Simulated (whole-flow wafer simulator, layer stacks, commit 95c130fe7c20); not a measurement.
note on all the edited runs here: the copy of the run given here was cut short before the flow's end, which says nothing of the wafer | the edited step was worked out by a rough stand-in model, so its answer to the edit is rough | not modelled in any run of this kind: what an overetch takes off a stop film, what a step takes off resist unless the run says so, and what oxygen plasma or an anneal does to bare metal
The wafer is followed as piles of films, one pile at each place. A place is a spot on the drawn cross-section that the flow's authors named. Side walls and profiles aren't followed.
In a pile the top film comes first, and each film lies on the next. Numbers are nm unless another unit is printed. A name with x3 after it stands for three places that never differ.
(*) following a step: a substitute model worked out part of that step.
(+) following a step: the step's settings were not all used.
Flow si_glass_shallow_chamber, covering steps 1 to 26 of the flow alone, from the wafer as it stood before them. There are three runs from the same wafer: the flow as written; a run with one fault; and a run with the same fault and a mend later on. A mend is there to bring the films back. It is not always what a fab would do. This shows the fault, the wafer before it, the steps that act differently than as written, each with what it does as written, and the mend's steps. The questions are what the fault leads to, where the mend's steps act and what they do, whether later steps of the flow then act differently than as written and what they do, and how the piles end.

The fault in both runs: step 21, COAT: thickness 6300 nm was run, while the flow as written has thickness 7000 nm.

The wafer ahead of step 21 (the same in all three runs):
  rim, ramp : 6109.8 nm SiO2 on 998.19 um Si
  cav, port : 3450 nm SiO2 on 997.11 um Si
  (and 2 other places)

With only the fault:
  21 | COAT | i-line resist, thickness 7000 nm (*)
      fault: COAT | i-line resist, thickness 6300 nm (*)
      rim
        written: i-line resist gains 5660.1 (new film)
        fault: i-line resist gains 4985.1 (new film)
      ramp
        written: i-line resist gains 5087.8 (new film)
        fault: i-line resist gains 4422 (new film)
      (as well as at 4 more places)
  Steps further on in the flow that do not act as written (not shown: 1 more step that differs only slightly, by at most 2% or 0.5 nm, whichever is larger):
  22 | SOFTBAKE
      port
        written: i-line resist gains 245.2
        fault: i-line resist loses 3.29
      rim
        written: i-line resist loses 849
        fault: i-line resist loses 619.3
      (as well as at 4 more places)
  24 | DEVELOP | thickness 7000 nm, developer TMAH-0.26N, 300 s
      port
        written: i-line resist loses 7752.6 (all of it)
        fault: i-line resist loses 6798 (all of it)
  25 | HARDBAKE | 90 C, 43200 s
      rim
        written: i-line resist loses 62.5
        fault: i-line resist loses 47.8
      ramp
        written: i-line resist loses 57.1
        fault: i-line resist loses 40
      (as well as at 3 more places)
  The piles end different from the flow's at rim, ramp, cav, septum, ring by more than 2% or 0.5 nm, whichever is larger.
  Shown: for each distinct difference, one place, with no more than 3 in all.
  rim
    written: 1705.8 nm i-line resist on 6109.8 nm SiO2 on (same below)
    fault: 1275.2 nm i-line resist on 6109.8 nm SiO2 on (same below)
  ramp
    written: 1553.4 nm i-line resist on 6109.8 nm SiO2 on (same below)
    fault: 1024.1 nm i-line resist on 6109.8 nm SiO2 on (same below)
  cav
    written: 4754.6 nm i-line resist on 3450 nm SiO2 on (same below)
    fault: 4008.4 nm i-line resist on 3450 nm SiO2 on (same below)

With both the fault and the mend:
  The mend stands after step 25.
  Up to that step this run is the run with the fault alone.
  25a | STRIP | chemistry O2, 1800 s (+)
      rim
        i-line resist loses 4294 (all of it)
      ramp
        i-line resist loses 4042.8 (all of it)
      cav
        i-line resist loses 7027.1 (all of it)
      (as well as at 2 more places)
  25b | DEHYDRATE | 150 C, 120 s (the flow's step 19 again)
      leaves every film unchanged at each place that is followed
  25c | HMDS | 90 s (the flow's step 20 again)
      leaves every film unchanged at each place that is followed
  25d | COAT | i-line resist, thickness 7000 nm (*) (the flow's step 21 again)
      rim
        i-line resist gains 5660.1 (new film)
      ramp
        i-line resist gains 5087.8 (new film)
      cav
        i-line resist gains 7637.2 (new film)
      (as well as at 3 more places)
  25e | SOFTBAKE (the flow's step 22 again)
      rim
        i-line resist loses 849
      ramp
        i-line resist loses 434.5
      cav
        i-line resist gains 373.7
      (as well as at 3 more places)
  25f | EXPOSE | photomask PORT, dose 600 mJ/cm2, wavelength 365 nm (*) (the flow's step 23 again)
      leaves every film unchanged at each place that is followed
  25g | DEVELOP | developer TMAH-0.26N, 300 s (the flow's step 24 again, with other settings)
      rim, ramp, cav, septum, ring
        i-line resist loses 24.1
      port
        i-line resist loses 7752.6 (all of it)
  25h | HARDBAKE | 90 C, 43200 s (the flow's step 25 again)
      rim
        i-line resist loses 62.5
      ramp
        i-line resist loses 57.1
      cav
        i-line resist loses 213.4
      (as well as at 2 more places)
  Later steps of the flow that are run all act as written at every place that is followed.
  By the end, the piles equal the flow's at every place that both follow.
